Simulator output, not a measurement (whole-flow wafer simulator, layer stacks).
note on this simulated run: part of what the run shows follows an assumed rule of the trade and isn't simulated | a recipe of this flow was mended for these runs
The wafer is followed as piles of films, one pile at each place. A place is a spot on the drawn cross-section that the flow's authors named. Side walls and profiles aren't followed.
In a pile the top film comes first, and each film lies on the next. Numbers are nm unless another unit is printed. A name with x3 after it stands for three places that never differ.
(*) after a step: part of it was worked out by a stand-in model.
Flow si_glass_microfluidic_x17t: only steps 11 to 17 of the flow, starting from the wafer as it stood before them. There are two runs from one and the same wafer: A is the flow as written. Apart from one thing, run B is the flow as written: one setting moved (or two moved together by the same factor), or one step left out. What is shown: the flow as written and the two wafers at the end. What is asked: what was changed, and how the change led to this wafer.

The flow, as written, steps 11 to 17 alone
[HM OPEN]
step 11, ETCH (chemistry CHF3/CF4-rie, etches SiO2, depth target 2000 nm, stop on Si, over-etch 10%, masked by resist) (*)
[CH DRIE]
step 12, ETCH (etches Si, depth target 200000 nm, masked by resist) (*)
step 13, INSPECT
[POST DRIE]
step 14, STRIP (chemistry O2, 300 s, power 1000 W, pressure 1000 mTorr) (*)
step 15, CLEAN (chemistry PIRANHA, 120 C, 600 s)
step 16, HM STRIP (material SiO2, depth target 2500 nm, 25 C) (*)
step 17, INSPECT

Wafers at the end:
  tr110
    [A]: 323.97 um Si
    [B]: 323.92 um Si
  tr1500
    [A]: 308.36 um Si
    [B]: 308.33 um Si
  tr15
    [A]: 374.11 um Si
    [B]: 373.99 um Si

What caused this: step 11, ETCH: depth target 2600 nm was run, while the flow as written has depth target 2000 nm.

How this came from the change, step by step:
  step 11, ETCH (chemistry CHF3/CF4-rie, etches SiO2, depth target 2000 nm, stop on Si, over-etch 10%, masked by resist) (*)
      tr110, tr1500, tr15: A -2000 SiO2 (all of it), -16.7 Si | B -2000 SiO2 (all of it), -71.7 Si
      land: A -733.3 thick-i-line-resist | B -953.3 thick-i-line-resist
  step 12, ETCH (etches Si, depth target 200000 nm, masked by resist) (*)
      tr1500: A -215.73 um Si | B -215.71 um Si
      tr15: A -149.99 um Si | B -150.05 um Si
  step 14, STRIP (chemistry O2, 300 s, power 1000 W, pressure 1000 mTorr) (*)
      land: A -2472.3 thick-i-line-resist (all of it) | B -2252.6 thick-i-line-resist (all of it)
